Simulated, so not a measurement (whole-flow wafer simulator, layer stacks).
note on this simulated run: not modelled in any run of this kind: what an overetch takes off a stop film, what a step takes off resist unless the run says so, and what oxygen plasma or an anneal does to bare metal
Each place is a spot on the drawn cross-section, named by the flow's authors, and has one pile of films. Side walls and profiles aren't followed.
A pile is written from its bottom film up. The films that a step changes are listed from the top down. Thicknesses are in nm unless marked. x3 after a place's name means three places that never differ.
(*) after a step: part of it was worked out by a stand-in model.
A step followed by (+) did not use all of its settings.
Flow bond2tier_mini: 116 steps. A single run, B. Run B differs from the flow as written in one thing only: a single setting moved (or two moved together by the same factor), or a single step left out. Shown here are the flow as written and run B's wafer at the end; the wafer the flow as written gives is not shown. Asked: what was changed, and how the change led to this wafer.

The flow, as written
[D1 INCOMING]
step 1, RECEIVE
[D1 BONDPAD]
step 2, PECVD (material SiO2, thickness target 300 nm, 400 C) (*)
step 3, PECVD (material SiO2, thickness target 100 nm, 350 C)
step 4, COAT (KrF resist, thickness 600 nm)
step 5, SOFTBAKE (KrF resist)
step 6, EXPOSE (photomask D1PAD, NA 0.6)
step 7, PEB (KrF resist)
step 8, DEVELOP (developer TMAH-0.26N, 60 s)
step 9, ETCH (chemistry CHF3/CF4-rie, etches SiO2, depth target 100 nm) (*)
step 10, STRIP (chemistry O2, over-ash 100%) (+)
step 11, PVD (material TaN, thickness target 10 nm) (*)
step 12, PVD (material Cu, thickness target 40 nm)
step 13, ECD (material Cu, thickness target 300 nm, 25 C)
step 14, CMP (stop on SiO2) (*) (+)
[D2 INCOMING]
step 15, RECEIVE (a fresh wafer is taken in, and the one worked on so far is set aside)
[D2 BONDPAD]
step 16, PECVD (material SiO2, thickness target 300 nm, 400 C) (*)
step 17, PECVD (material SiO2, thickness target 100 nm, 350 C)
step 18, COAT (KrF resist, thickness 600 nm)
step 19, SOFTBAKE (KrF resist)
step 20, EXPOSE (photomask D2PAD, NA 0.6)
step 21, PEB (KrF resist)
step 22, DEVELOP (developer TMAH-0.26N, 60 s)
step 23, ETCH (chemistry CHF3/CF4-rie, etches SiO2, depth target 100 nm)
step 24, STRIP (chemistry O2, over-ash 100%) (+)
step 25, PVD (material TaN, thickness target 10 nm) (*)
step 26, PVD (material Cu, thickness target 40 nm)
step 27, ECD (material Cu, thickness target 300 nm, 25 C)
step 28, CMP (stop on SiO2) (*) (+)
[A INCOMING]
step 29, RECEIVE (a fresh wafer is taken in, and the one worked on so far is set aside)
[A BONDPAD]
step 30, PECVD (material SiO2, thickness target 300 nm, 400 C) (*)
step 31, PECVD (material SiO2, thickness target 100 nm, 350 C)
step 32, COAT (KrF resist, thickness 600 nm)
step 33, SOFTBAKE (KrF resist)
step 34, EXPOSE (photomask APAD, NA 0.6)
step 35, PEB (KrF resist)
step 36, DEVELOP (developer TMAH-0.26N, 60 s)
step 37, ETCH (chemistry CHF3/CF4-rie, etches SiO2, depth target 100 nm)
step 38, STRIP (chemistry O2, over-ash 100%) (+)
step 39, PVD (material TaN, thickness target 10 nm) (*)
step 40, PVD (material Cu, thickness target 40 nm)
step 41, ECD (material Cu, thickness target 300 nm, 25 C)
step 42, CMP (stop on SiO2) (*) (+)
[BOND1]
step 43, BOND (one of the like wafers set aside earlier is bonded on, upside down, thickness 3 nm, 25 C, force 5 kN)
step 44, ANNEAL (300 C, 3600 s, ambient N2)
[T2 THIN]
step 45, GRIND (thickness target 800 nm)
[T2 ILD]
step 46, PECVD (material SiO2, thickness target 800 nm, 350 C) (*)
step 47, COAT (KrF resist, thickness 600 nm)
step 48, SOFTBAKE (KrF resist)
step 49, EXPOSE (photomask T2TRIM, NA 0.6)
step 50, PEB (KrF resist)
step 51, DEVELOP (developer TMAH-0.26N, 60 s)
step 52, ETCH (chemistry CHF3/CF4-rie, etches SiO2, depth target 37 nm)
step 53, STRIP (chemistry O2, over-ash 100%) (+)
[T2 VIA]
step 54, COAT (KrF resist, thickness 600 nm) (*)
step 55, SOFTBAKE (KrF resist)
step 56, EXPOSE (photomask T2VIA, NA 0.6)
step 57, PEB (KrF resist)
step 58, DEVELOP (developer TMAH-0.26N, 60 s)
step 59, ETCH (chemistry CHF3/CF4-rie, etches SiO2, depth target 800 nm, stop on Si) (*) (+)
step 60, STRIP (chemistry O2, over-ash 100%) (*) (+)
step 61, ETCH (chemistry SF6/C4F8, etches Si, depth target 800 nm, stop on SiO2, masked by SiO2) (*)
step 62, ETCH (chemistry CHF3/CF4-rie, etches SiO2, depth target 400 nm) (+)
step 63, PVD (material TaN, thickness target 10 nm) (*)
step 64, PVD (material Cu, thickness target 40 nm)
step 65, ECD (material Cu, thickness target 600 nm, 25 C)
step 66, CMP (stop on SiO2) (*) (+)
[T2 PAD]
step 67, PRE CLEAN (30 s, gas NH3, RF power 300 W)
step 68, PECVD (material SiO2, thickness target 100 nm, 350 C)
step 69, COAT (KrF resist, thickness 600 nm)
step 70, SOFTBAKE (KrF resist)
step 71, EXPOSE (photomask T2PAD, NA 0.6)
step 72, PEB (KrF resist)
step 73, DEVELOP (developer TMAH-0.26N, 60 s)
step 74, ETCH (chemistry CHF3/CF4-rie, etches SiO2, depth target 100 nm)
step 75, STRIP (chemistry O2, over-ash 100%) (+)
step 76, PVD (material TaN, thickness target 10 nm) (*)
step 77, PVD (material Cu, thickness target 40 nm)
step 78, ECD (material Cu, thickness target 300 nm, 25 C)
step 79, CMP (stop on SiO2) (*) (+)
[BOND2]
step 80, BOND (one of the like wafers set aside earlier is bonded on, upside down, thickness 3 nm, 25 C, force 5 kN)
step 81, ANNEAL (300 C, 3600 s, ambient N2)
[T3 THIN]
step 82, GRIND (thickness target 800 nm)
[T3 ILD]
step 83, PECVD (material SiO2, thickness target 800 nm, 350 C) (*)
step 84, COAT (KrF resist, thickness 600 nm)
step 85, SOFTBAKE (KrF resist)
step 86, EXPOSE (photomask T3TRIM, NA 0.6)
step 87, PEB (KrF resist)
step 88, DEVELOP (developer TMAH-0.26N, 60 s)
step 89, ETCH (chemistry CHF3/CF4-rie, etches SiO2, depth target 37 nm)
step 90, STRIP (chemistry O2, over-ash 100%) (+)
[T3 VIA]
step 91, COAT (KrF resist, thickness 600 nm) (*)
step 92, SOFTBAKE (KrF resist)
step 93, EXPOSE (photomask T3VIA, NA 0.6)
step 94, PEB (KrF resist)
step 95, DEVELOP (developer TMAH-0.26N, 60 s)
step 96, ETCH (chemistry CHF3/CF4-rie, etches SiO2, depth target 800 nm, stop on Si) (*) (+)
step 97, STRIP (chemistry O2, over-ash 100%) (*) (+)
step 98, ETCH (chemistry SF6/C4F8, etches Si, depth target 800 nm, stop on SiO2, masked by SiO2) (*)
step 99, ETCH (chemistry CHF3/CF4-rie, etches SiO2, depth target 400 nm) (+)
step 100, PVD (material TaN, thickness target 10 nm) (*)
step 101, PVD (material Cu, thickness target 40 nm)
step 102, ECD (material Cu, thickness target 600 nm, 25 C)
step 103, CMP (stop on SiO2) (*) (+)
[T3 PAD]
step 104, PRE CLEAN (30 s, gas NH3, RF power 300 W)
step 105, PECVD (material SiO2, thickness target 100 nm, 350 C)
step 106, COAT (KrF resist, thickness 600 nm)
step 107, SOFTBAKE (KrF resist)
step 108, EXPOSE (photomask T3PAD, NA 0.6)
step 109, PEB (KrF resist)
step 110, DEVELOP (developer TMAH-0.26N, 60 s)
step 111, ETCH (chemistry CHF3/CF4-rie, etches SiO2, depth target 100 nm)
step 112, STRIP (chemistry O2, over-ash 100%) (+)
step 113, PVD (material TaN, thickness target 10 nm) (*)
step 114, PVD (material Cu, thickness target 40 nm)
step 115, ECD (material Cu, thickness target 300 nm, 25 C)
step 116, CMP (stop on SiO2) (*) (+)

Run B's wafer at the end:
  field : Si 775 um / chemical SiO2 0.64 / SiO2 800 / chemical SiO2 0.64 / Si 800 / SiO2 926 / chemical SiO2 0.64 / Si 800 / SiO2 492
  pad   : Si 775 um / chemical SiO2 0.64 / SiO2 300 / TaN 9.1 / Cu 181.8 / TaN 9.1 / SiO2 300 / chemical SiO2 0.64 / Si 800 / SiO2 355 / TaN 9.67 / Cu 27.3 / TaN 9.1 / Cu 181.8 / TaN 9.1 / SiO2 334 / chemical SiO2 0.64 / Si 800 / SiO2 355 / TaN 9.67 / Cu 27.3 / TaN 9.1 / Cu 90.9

The reason: step 17, PECVD: thickness target 134 nm was run, whereas the flow has thickness target 100 nm.

How this came from the change, step by step:
  step 17, PECVD (material SiO2, thickness target 100 nm, 350 C)
      field, pad, via: +134 SiO2 (as written it would have been: +100 SiO2)
  step 80, BOND (one of the like wafers set aside earlier is bonded on, upside down, thickness 3 nm, 25 C, force 5 kN)
      field: +775 um Si (new film), +0.64 chemical SiO2 (new film), +434 SiO2 (as written it would have been: +775 um Si (new film), +0.64 chemical SiO2 (new film), +400 SiO2)
      pad: +775 um Si (new film), +0.64 chemical SiO2 (new film), +334 SiO2 (new film), +9.1 TaN (new film), +90.9 Cu (as written it would have been: +775 um Si (new film), +0.64 chemical SiO2 (new film), +300 SiO2 (new film), +9.1 TaN (new film), +90.9 Cu)
